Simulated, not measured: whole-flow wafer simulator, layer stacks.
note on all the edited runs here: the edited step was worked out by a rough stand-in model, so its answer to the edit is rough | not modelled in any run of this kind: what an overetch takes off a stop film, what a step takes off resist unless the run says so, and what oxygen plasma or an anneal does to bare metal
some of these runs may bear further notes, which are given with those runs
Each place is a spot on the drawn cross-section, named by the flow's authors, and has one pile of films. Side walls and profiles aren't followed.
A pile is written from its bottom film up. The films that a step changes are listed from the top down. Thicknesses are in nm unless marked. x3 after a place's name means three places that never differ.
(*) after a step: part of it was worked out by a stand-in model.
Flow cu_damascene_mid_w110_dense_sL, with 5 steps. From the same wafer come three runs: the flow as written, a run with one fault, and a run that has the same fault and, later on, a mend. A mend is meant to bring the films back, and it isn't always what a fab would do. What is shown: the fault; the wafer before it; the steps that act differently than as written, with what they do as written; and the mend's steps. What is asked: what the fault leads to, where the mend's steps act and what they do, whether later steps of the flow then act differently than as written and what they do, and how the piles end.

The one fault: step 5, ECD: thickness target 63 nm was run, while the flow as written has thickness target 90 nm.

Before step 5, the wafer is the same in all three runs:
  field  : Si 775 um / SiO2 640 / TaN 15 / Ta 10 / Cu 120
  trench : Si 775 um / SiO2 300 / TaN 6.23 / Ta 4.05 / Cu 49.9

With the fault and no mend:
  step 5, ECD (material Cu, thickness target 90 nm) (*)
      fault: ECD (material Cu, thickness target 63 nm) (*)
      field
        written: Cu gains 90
        fault: Cu gains 63
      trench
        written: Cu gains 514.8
        fault: Cu gains 487.8
  Later steps of the flow that are run all act as written at every place that is followed.
  By the end, the piles at field, trench depart from the flow's by more than 2% or 0.5 nm, whichever is larger.
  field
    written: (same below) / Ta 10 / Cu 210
    fault: (same below) / Ta 10 / Cu 183
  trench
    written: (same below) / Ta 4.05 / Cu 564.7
    fault: (same below) / Ta 4.05 / Cu 537.7

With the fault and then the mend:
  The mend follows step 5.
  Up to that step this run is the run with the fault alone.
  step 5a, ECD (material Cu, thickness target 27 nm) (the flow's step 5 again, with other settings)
      field, trench
        Cu gains 27
  Later steps of the flow that are run all act as written at every place that is followed.
  At every place that both follow, the piles at the end match the flow's.
